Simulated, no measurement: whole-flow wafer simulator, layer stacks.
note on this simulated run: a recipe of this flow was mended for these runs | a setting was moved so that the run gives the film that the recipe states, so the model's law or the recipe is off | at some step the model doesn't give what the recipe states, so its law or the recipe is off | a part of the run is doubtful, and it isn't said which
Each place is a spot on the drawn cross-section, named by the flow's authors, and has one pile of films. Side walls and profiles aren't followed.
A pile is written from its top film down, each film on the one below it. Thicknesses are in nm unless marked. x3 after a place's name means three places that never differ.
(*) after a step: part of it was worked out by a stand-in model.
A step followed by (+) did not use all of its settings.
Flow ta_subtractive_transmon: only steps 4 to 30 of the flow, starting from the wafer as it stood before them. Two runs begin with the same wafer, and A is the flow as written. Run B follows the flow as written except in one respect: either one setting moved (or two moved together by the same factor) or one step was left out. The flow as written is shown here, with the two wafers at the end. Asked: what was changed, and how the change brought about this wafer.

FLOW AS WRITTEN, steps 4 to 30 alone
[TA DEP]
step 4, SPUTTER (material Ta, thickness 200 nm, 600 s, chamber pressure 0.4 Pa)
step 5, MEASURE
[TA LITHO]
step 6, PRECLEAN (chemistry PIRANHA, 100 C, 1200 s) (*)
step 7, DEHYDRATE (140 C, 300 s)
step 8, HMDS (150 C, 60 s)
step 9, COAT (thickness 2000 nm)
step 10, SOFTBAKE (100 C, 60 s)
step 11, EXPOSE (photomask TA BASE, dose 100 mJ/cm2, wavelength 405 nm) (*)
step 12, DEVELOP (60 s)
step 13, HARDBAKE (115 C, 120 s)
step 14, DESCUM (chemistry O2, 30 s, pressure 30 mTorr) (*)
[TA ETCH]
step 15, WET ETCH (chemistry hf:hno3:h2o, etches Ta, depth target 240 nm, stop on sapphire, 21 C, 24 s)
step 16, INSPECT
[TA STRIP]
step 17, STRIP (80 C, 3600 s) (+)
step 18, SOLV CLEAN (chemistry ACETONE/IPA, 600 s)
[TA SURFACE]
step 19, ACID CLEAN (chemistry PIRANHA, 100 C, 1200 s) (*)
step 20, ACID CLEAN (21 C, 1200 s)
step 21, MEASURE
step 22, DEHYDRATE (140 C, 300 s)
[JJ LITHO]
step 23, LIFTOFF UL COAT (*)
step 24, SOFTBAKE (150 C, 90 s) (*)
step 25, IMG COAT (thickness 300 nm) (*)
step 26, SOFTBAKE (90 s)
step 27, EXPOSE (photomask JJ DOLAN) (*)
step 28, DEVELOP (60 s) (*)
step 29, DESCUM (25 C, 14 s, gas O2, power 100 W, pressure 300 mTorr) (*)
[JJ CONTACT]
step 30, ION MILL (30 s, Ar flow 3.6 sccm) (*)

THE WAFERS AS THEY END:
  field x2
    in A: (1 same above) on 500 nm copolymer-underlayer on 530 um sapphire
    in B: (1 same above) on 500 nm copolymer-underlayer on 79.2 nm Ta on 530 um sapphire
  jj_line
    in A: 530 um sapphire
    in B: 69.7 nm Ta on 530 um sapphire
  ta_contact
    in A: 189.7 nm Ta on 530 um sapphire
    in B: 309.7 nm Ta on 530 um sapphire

The reason: step 4, SPUTTER: thickness 320 nm was run, whereas the flow has thickness 200 nm; step 4, SPUTTER: 960 s was run, where the flow has 600 s.

Step by step, how the change led to this:
  step 4, SPUTTER (material Ta, thickness 200 nm, 600 s, chamber pressure 0.4 Pa)
      field x2, jj_line, lead, ta_contact, ta_pad: A +200 Ta (new film) | B +320 Ta (new film)
  step 15, WET ETCH (chemistry hf:hno3:h2o, etches Ta, depth target 240 nm, stop on sapphire, 21 C, 24 s)
      field x2, jj_line, lead: A -199.7 Ta (all of it) | B -240 Ta
  step 23, LIFTOFF UL COAT (*)
      ta_contact: A +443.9 copolymer-underlayer (new film) | B +433.7 copolymer-underlayer (new film)
  step 28, DEVELOP (60 s) (*)
      ta_contact: A -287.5 acrylic-e-beam-resist (all of it), -443.9 copolymer-underlayer (all of it) | B -284.7 acrylic-e-beam-resist (all of it), -433.7 copolymer-underlayer (all of it)
  step 30, ION MILL (30 s, Ar flow 3.6 sccm) (*)
      jj_line, lead: A -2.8 sapphire | B -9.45 Ta
With metal films that touch counted as one body, field x2 has 1 body; the flow as written gives 0 bodies.
With metal films that touch counted as one body, jj_line has 1 body; the flow as written gives 0 bodies.
